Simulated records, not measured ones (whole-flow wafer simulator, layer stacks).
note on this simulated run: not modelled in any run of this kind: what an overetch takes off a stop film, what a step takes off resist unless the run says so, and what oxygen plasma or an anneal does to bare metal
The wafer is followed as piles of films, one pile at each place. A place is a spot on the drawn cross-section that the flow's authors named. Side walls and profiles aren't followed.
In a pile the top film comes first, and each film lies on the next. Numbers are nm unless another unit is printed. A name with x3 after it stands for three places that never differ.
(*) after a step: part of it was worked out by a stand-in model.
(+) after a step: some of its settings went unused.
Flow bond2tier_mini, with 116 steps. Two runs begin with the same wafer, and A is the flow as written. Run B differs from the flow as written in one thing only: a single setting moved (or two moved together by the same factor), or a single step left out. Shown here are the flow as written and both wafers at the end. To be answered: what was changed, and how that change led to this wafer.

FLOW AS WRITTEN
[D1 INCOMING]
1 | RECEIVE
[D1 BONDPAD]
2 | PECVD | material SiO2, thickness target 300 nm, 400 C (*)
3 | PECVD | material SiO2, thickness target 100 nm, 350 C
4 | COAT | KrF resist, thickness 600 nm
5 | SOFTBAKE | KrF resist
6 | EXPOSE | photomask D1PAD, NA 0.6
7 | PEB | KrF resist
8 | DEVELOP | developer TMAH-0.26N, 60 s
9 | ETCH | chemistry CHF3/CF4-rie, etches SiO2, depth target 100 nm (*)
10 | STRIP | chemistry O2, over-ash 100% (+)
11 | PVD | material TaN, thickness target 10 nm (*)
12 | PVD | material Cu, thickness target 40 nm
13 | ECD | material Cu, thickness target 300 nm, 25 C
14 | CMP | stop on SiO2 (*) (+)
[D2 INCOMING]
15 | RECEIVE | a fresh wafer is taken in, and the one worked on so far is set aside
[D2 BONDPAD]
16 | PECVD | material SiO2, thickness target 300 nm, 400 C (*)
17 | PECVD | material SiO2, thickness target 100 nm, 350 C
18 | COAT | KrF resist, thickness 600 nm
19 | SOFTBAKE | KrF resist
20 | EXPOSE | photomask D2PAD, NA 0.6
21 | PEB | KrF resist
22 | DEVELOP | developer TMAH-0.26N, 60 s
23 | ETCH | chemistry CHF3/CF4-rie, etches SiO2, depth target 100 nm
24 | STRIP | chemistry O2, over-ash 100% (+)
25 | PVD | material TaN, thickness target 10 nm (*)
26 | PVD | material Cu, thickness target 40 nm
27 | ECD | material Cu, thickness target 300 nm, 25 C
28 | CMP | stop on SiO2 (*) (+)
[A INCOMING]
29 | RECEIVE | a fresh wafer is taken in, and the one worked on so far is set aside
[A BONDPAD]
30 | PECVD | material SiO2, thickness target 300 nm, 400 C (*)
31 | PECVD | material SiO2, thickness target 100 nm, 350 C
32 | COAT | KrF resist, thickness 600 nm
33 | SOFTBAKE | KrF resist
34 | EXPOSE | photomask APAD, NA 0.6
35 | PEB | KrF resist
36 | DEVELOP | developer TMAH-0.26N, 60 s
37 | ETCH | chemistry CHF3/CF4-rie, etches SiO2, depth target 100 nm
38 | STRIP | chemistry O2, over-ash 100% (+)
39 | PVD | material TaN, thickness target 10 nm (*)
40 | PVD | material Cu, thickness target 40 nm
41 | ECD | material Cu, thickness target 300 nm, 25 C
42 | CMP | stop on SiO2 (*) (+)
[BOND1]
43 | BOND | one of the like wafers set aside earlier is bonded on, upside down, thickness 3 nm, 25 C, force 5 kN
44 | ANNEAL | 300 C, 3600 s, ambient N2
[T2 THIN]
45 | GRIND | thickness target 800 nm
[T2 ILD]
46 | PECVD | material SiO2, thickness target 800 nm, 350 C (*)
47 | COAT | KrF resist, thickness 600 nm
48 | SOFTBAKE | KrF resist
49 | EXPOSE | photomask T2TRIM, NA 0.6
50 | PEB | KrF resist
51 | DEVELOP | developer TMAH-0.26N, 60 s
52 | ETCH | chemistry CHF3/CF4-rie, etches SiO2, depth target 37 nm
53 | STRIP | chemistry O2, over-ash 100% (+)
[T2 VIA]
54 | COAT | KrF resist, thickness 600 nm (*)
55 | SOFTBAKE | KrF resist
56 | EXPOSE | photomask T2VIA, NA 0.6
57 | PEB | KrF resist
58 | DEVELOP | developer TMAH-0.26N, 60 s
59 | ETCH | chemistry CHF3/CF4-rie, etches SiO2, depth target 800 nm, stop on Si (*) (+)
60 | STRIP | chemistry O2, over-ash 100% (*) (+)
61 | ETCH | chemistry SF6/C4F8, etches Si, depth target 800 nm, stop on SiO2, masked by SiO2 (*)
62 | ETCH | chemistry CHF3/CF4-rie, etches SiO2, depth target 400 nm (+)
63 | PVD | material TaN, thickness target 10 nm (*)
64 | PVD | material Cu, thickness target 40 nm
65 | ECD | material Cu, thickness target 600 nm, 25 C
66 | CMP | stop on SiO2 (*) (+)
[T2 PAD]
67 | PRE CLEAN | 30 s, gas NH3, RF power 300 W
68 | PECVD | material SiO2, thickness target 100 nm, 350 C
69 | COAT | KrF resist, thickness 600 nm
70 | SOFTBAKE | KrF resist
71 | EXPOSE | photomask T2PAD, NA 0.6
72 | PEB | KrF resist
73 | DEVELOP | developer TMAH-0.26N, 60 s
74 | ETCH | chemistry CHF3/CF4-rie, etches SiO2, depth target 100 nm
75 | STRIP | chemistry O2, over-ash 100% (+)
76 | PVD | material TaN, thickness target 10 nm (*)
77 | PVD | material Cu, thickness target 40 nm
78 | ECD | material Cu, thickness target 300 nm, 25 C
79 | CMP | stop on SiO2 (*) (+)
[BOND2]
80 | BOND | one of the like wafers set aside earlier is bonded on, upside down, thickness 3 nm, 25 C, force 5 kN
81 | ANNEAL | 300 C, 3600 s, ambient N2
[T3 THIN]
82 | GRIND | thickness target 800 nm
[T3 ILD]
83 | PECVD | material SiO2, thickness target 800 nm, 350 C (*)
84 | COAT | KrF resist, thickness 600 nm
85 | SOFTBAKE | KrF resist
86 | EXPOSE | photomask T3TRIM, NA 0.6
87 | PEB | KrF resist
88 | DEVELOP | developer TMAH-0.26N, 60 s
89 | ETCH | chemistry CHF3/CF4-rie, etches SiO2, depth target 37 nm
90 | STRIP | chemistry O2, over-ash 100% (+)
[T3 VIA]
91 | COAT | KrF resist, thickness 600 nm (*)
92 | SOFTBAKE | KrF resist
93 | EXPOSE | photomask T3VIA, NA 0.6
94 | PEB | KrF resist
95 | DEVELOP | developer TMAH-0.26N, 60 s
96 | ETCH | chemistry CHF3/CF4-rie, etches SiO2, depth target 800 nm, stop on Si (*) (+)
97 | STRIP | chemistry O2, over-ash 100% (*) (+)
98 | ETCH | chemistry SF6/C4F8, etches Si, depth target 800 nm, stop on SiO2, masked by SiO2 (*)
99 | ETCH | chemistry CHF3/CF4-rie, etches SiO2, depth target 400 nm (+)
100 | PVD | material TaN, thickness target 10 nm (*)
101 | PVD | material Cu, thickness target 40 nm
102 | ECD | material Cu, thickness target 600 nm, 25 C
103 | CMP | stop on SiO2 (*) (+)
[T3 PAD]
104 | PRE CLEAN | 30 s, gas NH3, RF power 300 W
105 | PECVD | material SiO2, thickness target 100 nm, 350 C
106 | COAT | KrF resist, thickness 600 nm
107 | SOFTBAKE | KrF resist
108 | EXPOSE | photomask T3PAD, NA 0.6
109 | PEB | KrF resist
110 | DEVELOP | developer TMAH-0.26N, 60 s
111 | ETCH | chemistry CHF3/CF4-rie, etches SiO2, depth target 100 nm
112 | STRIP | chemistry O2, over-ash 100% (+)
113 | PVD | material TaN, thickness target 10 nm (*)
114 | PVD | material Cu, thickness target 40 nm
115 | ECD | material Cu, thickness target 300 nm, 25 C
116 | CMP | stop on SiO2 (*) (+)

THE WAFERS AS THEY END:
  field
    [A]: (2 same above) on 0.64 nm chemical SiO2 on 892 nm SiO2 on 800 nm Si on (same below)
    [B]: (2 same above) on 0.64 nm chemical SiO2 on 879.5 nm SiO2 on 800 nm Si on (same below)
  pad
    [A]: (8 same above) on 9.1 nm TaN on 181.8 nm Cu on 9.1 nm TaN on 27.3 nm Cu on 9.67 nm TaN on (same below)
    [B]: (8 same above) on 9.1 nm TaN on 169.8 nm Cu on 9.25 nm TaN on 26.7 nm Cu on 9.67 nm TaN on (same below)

What caused this: step 68, PECVD: thickness target 87.5 nm was run, whereas the flow has thickness target 100 nm.

The path from the change to this, step by step:
  68 | PECVD | material SiO2, thickness target 100 nm, 350 C
      field: A SiO2 gains 100 | B SiO2 gains 87.5
      pad: A SiO2 gains 100 (new film) | B SiO2 gains 87.5 (new film)
  74 | ETCH | chemistry CHF3/CF4-rie, etches SiO2, depth target 100 nm
      pad: A SiO2 loses 100 (all of it) | B SiO2 loses 87.5 (all of it), Cu loses 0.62
  78 | ECD | material Cu, thickness target 300 nm, 25 C
      pad: A Cu gains 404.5 | B Cu gains 392
